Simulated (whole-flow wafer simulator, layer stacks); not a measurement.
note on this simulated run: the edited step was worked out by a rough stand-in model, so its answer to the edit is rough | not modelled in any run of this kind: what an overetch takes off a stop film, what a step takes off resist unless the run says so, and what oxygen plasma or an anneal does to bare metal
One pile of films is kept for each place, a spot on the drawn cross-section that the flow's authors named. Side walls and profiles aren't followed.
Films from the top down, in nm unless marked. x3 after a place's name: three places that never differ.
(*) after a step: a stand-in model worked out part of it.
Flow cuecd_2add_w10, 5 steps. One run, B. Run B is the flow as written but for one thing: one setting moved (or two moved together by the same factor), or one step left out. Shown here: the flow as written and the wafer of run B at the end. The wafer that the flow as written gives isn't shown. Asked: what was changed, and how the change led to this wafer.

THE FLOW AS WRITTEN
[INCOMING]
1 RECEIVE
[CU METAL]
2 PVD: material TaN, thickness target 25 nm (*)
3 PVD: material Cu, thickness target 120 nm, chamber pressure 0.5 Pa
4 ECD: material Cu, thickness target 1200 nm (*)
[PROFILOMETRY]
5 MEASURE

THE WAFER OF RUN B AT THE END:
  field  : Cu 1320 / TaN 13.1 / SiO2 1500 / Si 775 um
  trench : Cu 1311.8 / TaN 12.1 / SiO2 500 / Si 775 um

The cause: step 2, PVD: thickness target 13.1 nm was run, where the flow has thickness target 25 nm.
It can be read off the wafer: field has TaN 13.1, and step 2 as written asks for 25 nm.

How the change led to this, step by step:
  2 PVD: material TaN, thickness target 25 nm (*)
      field: TaN +13.1 (new film) (as written it would be: TaN +25 (new film))
      trench: TaN +12.1 (new film) (as written it would be: TaN +23.2 (new film))
